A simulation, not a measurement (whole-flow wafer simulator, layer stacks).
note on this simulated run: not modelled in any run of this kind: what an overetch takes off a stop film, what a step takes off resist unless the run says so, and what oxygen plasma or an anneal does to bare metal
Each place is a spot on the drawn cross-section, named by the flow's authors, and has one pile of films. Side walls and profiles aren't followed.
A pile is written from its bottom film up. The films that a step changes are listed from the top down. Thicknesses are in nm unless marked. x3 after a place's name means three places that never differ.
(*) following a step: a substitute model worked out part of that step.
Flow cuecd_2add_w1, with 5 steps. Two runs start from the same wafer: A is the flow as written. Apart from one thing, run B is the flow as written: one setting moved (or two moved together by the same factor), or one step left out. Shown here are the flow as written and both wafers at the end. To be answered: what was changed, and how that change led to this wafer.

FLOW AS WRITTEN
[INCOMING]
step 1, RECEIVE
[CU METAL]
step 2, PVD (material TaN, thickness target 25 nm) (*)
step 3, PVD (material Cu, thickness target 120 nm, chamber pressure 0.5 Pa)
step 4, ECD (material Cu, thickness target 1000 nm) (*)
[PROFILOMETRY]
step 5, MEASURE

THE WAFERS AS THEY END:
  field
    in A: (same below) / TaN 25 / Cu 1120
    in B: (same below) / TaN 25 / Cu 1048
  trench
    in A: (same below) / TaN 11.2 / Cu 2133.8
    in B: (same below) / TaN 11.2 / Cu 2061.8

The reason: step 3, PVD: thickness target 48 nm was run, whereas the flow has thickness target 120 nm.

The path from the change to this, step by step:
  step 3, PVD (material Cu, thickness target 120 nm, chamber pressure 0.5 Pa)
      field: A Cu gains 120 (new film) | B Cu gains 48 (new film)
      trench: A Cu gains 53.6 (new film) | B Cu gains 21.9 (new film)
